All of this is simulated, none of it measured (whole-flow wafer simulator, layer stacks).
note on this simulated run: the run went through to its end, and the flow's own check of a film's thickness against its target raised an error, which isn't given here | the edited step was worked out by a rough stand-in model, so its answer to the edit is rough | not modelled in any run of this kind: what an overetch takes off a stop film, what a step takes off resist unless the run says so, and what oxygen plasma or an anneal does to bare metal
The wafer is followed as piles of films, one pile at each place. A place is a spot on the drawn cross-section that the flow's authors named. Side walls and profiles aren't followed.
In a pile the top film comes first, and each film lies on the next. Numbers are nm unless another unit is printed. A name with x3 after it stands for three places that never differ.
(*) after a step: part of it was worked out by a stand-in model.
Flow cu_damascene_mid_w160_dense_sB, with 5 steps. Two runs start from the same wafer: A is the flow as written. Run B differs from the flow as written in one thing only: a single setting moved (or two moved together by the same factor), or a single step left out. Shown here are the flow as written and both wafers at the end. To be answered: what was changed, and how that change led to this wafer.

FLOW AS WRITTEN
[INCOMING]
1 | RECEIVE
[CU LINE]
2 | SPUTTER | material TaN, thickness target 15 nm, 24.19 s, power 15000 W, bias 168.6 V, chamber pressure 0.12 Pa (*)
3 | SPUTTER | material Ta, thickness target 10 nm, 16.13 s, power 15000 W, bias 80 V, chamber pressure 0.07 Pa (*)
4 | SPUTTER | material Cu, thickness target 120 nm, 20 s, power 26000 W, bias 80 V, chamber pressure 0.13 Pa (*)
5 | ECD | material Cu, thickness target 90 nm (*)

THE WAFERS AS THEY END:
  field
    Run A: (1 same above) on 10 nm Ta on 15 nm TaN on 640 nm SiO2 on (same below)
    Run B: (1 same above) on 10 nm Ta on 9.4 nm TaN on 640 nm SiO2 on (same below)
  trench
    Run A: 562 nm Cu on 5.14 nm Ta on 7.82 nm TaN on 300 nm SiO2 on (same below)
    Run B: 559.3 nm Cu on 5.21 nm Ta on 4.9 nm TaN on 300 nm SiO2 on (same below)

What caused this: step 2, SPUTTER: thickness target 9.4 nm was run, whereas the flow has thickness target 15 nm; step 2, SPUTTER: 15.12 s was run, where the flow has 24.19 s.
One can read it off the wafer: field has TaN 9.4, and step 2 as written asks for 15 nm.

Step by step, how the change led to this:
  2 | SPUTTER | material TaN, thickness target 15 nm, 24.19 s, power 15000 W, bias 168.6 V, chamber pressure 0.12 Pa (*)
      field: A TaN gains 15 (new film) | B TaN gains 9.4 (new film)
      trench: A TaN gains 7.82 (new film) | B TaN gains 4.9 (new film)
